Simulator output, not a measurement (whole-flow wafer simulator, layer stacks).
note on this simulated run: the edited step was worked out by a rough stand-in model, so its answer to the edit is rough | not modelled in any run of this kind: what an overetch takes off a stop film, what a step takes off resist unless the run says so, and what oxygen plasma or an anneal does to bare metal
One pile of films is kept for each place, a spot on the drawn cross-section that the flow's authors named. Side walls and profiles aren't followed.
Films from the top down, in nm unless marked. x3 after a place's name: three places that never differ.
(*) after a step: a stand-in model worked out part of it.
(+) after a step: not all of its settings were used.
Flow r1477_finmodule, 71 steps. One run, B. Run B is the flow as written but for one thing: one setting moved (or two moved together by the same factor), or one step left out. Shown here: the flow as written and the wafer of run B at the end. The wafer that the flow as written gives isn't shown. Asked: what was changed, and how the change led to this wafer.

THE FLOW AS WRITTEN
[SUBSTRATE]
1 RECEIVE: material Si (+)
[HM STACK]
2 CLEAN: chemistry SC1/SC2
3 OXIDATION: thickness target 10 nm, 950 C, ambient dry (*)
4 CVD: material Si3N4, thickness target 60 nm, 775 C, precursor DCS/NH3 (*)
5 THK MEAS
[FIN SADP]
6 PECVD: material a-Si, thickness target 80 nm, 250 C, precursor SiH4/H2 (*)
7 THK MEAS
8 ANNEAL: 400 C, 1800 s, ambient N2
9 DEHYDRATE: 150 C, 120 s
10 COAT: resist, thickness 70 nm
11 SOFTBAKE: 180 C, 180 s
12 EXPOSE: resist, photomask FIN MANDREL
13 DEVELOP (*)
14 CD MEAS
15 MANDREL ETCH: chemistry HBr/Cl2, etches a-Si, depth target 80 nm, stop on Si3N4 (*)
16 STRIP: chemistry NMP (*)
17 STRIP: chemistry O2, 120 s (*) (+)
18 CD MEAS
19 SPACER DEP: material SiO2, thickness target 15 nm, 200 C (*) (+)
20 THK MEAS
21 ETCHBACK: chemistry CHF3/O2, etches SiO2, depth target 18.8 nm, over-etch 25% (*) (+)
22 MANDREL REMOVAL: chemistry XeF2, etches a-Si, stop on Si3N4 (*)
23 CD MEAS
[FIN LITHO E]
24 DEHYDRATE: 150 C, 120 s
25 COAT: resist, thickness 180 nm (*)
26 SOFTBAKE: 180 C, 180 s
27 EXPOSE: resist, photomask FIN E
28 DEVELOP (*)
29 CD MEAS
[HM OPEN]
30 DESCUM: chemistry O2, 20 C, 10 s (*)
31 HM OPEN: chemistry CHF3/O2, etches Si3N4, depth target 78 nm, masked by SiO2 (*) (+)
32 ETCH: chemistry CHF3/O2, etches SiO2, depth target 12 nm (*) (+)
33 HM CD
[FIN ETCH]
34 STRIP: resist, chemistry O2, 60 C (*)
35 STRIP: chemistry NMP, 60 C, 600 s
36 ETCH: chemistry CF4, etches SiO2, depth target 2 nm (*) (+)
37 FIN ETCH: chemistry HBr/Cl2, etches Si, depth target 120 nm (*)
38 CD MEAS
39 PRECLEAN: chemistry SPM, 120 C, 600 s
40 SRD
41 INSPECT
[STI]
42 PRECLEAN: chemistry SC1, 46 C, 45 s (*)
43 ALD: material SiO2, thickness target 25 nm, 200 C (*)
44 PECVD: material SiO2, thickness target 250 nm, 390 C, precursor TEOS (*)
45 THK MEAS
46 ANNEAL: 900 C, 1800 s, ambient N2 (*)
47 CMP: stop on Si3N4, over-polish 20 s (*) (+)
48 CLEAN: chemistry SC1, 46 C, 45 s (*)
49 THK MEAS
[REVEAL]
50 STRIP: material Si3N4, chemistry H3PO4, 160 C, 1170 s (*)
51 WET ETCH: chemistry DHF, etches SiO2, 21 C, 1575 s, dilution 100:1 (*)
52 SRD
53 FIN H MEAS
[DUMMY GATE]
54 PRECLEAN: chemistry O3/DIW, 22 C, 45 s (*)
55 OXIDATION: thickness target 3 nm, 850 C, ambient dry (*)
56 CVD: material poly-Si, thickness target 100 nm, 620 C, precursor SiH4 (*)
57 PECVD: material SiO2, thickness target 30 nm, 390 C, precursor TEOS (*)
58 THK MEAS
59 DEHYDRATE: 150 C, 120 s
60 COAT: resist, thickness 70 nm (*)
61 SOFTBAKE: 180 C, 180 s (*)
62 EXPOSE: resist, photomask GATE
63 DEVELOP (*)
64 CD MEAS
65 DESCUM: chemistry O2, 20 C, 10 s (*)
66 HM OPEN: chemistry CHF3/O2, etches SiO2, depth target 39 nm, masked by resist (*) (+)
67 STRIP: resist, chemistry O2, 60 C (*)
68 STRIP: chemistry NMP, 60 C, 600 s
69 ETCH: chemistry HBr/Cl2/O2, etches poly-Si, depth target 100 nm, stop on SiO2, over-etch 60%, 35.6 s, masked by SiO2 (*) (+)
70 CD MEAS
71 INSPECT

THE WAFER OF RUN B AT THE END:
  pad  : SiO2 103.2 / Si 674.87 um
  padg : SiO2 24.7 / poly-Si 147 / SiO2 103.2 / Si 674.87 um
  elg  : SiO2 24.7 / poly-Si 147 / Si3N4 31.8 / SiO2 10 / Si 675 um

The cause: step 56, CVD: thickness target 147 nm was run, where the flow has thickness target 100 nm.
It can be read off the wafer: padg has poly-Si 147, and step 56 as written asks for 100 nm.

How the change led to this, step by step:
  56 CVD: material poly-Si, thickness target 100 nm, 620 C, precursor SiH4 (*)
      pad, padg, elg and 26 more: poly-Si +147 (new film) (as written it would be: poly-Si +100 (new film))
      s40cg, s40co: poly-Si +161.6 (new film) (as written it would be: poly-Si +113.9 (new film))
      (and at 5 more places)
  67 STRIP: resist, chemistry O2, 60 C (*)
      s40cg: resist -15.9 (all of it) (as written it would be: resist -16.5 (all of it))
      s45cg: resist -16.2 (all of it) (as written it would be: resist -16.9 (all of it))
      (and at 1 more place)
  69 ETCH: chemistry HBr/Cl2/O2, etches poly-Si, depth target 100 nm, stop on SiO2, over-etch 60%, 35.6 s, masked by SiO2 (*) (+)
      pad, e40so, e100so, e200so, s40so, s45so, s50so: chemical SiO2 -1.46 (all of it), poly-Si -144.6 (all of it) (as written it would be: chemical SiO2 -1.46 (all of it), poly-Si -97.6 (all of it), SiO2 -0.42)
      elo, e40lo, e100lo, e200lo: chemical SiO2 -1.46 (all of it), poly-Si -144.6 (all of it) (as written it would be: chemical SiO2 -1.46 (all of it), poly-Si -97.6 (all of it), Si3N4 -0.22)
      (and at 7 more places)
